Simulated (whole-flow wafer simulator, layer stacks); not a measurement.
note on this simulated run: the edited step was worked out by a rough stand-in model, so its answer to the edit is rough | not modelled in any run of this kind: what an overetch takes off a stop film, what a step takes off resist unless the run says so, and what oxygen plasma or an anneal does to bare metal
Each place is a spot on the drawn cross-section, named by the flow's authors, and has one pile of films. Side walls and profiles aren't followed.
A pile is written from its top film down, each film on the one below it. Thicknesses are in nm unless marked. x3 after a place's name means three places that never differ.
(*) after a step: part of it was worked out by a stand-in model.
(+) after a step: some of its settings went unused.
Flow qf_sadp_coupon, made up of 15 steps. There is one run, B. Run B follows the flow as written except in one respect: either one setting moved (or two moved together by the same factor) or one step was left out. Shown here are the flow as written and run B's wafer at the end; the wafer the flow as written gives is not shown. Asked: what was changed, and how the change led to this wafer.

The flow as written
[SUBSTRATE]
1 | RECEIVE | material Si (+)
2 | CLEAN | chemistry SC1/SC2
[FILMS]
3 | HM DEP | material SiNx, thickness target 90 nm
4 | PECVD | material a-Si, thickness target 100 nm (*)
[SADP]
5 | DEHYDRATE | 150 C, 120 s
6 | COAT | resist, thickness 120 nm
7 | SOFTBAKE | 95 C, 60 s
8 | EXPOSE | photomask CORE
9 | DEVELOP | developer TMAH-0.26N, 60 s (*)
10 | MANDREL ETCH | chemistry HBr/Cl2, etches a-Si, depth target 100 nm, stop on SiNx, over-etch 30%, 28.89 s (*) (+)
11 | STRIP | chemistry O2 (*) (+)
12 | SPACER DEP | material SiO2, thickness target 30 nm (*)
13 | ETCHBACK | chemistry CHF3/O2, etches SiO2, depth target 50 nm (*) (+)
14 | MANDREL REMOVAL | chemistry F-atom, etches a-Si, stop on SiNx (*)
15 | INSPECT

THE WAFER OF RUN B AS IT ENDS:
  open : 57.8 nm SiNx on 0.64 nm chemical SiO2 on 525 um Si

What caused this: step 10, MANDREL ETCH: depth target 147.5 nm was run, whereas the flow has depth target 100 nm; step 10, MANDREL ETCH: 42.61 s was run, where the flow has 28.89 s.

Step by step, how the change led to this:
  10 | MANDREL ETCH | chemistry HBr/Cl2, etches a-Si, depth target 100 nm, stop on SiNx, over-etch 30%, 28.89 s (*) (+)
      m: -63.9 resist (it would be, as written: -43.3 resist)
      open: -100 a-Si (all of it), -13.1 SiNx (it would be, as written: -100 a-Si (all of it), -4.29 SiNx)
  11 | STRIP | chemistry O2 (*) (+)
      m: +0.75 chemical SiO2 (new film), -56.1 resist (all of it), -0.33 a-Si (it would be, as written: +0.74 chemical SiO2 (new film), -76.7 resist (all of it), -0.32 a-Si)
